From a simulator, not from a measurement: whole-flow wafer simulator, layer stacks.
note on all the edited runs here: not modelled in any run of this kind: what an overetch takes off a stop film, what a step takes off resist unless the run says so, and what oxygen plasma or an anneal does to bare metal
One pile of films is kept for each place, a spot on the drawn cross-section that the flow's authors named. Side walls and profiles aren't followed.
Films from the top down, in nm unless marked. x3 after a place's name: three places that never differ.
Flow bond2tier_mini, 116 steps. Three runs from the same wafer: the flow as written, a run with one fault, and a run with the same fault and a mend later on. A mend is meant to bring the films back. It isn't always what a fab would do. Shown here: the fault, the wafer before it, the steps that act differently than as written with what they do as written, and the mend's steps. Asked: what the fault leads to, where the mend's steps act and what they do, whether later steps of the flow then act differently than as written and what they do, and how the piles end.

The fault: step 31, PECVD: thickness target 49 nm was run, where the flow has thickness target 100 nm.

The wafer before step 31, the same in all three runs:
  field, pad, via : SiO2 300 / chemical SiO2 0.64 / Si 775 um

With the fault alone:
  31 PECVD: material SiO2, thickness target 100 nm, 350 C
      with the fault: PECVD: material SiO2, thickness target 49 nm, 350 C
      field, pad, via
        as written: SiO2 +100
        with the fault: SiO2 +49
  No later step of the flow acts differently than as written at any place that is followed.
  At the end the piles differ from the flow's by more than 2% or 0.5 nm, whichever is larger, at field, pad.
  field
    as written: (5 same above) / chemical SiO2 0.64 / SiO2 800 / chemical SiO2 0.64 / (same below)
    with the fault: (5 same above) / chemical SiO2 0.64 / SiO2 749 / chemical SiO2 0.64 / (same below)
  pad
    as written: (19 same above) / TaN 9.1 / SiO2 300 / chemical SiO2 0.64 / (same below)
    with the fault: (19 same above) / TaN 9.1 / SiO2 249 / chemical SiO2 0.64 / (same below)

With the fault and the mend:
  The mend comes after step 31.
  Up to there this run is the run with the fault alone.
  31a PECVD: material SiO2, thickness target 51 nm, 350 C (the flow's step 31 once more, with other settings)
      field, pad, via
        SiO2 +51
  No later step of the flow acts differently than as written at any place that is followed.
  At the end the piles are the same as the flow's at every place that both follow.
